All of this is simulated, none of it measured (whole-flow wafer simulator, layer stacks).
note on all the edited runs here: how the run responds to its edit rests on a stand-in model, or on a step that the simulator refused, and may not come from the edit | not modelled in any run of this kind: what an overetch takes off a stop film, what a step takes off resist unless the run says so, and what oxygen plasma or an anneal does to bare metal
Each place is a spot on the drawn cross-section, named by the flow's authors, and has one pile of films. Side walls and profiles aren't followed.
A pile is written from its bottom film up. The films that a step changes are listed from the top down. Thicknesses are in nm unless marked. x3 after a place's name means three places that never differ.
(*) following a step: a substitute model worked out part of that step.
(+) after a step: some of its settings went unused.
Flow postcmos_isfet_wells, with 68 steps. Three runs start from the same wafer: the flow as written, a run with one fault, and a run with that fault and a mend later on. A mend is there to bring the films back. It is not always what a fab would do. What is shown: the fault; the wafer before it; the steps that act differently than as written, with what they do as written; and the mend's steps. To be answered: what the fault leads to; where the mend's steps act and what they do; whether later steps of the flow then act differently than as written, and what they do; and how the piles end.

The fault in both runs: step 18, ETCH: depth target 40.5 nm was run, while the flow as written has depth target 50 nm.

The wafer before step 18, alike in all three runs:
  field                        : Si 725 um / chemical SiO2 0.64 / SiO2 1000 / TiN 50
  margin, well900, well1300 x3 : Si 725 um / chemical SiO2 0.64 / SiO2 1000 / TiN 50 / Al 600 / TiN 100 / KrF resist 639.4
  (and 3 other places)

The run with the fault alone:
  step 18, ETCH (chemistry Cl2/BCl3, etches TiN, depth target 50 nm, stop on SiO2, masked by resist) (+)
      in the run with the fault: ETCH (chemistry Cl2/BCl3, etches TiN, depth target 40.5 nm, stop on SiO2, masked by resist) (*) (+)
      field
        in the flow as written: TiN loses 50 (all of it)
        in the run with the fault: TiN loses 40.5
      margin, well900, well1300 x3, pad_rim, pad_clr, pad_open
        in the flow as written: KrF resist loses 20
        in the run with the fault: KrF resist loses 16.2
  Steps later in the flow that act otherwise than as written (2 more steps, not shown, differ only slightly: by at most 2% or 0.5 nm, whichever is larger):
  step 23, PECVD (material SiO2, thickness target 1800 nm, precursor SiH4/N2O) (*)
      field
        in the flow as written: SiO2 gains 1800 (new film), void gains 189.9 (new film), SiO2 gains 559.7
        in the run with the fault: SiO2 gains 1800 (new film), void gains 183 (new film), SiO2 gains 557.5 (new film)
  The piles end different from the flow's at field by more than 2% or 0.5 nm, whichever is larger.
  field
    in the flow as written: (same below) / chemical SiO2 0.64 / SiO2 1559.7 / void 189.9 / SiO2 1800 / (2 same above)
    in the run with the fault: (same below) / chemical SiO2 0.64 / SiO2 1000 / TiN 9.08 / SiO2 557.5 / void 183 / SiO2 1800 / (2 same above)

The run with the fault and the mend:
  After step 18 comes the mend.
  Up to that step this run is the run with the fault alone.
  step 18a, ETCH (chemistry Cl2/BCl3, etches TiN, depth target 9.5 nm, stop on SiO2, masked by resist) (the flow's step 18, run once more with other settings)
      margin, well900, well1300 x3, pad_rim, pad_clr, pad_open
        KrF resist loses 3.8
      field
        TiN loses 9.5 (all of it)
  None of the later steps of the flow acts differently than as written at any place that is followed.
  The piles end the same as the flow's at every place that both follow.
